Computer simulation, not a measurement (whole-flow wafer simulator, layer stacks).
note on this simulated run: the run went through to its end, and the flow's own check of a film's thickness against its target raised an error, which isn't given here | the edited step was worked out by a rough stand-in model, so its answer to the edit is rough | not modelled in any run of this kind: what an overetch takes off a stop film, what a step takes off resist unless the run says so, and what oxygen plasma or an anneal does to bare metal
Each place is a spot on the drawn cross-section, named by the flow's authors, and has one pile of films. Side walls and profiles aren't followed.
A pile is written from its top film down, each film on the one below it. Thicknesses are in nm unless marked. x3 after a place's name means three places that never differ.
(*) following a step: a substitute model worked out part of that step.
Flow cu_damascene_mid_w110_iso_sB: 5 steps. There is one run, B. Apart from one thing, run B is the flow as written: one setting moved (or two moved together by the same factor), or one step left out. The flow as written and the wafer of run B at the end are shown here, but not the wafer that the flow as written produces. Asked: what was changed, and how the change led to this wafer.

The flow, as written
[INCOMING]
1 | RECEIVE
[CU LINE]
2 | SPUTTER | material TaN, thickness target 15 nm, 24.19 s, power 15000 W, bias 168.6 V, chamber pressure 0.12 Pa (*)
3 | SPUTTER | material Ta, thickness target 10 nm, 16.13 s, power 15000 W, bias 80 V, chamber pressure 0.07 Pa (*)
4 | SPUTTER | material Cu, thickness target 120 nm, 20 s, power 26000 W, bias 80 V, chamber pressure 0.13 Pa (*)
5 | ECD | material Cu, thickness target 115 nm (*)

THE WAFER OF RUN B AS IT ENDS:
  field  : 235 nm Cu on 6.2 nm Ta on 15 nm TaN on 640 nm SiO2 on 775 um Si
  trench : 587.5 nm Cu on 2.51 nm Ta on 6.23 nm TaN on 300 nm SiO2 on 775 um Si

Cause: step 3, SPUTTER: thickness target 6.2 nm was run, whereas the flow has thickness target 10 nm; step 3, SPUTTER: 10.08 s was run, where the flow has 16.13 s.
The wafer itself shows it: field has Ta 6.2, and step 3 as written asks for 10 nm.

Step by step, how the change led to this:
  3 | SPUTTER | material Ta, thickness target 10 nm, 16.13 s, power 15000 W, bias 80 V, chamber pressure 0.07 Pa (*)
      field: +6.2 Ta (new film) (as written it would have been: +10 Ta (new film))
      trench: +2.51 Ta (new film) (as written it would have been: +4.05 Ta (new film))
